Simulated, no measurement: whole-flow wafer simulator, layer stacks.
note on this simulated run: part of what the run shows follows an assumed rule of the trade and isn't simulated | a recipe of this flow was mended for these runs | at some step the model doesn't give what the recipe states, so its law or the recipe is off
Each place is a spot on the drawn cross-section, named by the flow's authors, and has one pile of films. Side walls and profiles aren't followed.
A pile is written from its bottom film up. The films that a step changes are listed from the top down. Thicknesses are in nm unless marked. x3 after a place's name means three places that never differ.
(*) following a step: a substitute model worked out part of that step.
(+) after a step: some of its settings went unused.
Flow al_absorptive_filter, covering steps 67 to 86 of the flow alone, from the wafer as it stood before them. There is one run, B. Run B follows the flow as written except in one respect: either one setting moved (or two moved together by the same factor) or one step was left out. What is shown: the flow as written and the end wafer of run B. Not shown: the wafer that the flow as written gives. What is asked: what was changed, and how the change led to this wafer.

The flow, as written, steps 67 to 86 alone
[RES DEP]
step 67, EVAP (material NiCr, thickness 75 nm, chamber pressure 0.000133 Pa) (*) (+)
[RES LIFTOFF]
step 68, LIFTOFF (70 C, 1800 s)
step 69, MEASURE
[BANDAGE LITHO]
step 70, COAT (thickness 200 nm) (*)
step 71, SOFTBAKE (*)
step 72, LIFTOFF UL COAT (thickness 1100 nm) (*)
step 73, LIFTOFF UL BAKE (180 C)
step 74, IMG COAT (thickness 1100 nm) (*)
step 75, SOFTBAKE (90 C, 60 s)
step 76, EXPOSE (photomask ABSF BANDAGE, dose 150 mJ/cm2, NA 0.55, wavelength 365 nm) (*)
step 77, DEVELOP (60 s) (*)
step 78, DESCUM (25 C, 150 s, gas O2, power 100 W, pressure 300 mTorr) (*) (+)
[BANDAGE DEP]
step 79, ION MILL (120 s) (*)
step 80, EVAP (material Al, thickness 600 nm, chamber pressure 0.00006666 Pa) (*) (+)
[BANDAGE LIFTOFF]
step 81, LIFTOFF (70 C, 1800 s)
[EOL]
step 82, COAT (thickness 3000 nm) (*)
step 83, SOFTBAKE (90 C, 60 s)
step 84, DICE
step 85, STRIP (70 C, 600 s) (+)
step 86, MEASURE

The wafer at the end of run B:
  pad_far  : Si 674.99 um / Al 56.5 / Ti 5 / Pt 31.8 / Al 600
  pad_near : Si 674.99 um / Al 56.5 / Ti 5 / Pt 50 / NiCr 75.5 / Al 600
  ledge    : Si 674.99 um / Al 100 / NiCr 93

Cause: step 67, EVAP: thickness 93 nm was run, though the flow has thickness 75 nm; step 79, ION MILL: 149 s was run, where the flow has 120 s.
The wafer itself shows it: ledge has NiCr 93, and step 67 as written asks for 75 nm.

The path from the change to this, step by step:
  step 67, EVAP (material NiCr, thickness 75 nm, chamber pressure 0.000133 Pa) (*) (+)
      gnd, pad_far, ledge and 9 more: NiCr gains 93 (new film) (as written it would have been: NiCr gains 75 (new film))
      pad_near, res: NiCr gains 92 (new film) (as written it would have been: NiCr gains 74.2 (new film))
  step 68, LIFTOFF (70 C, 1800 s)
      xa_field, xl_land, idc_field: NiCr loses 93 (all of it), i-line-resist loses 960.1 (all of it), lift-off-underlayer loses 1100 (all of it), acrylic-e-beam-resist loses 200 (all of it) (as written it would have been: NiCr loses 75 (all of it), i-line-resist loses 960.1 (all of it), lift-off-underlayer loses 1100 (all of it), acrylic-e-beam-resist loses 200 (all of it))
      gnd: NiCr loses 93 (all of it), i-line-resist loses 959.5 (all of it), lift-off-underlayer loses 1100.9 (all of it), acrylic-e-beam-resist loses 200.6 (all of it) (as written it would have been: NiCr loses 75 (all of it), i-line-resist loses 959.5 (all of it), lift-off-underlayer loses 1100.9 (all of it), acrylic-e-beam-resist loses 200.6 (all of it))
      (and at 7 other places as well)
  step 79, ION MILL (120 s) (*)
      gnd, ledge, res and 9 more: i-line-resist loses 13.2 (as written it would have been: i-line-resist loses 10.7)
      pad_far: Pt loses 18.2 (as written it would have been: Pt loses 14.7)
      (and at 1 other place as well)
  step 83, SOFTBAKE (90 C, 60 s)
      gnd: i-line-resist gains 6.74 (as written it would have been: i-line-resist gains 6.13)
      pad_near: i-line-resist loses 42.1 (as written it would have been: i-line-resist loses 41.1)
      (and at 2 other places as well)
